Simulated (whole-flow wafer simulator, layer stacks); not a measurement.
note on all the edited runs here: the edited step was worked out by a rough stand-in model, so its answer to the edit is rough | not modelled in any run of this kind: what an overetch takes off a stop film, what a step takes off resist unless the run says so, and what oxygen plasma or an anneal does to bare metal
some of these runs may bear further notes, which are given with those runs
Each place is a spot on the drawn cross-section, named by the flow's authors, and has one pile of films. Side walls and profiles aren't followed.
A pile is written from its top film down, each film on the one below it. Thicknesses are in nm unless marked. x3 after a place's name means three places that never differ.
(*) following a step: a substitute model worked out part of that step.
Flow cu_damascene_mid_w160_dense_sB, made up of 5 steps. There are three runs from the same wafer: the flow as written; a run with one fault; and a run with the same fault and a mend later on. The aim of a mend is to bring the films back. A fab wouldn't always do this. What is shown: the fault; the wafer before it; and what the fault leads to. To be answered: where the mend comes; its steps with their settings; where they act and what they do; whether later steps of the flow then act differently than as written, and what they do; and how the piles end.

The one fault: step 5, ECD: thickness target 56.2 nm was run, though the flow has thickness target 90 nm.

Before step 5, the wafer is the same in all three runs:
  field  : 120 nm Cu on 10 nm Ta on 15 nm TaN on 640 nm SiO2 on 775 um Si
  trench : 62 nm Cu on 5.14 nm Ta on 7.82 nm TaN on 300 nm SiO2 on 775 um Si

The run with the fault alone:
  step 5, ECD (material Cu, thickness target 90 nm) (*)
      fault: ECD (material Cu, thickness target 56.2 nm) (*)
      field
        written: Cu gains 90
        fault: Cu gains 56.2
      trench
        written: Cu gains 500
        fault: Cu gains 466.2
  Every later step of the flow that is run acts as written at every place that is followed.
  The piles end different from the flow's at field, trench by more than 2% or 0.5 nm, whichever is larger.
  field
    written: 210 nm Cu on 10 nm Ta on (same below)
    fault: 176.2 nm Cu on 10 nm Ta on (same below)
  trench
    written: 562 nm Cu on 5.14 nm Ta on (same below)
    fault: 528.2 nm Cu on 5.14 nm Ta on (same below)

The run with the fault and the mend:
  The mend follows step 5.
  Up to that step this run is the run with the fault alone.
  step 5a, ECD (material Cu, thickness target 33.8 nm) (a further turn of the flow's step 5, with different settings)
      field, trench
        Cu gains 33.8
  Every later step of the flow that is run acts as written at every place that is followed.
  By the end, the piles equal the flow's at every place that both follow.
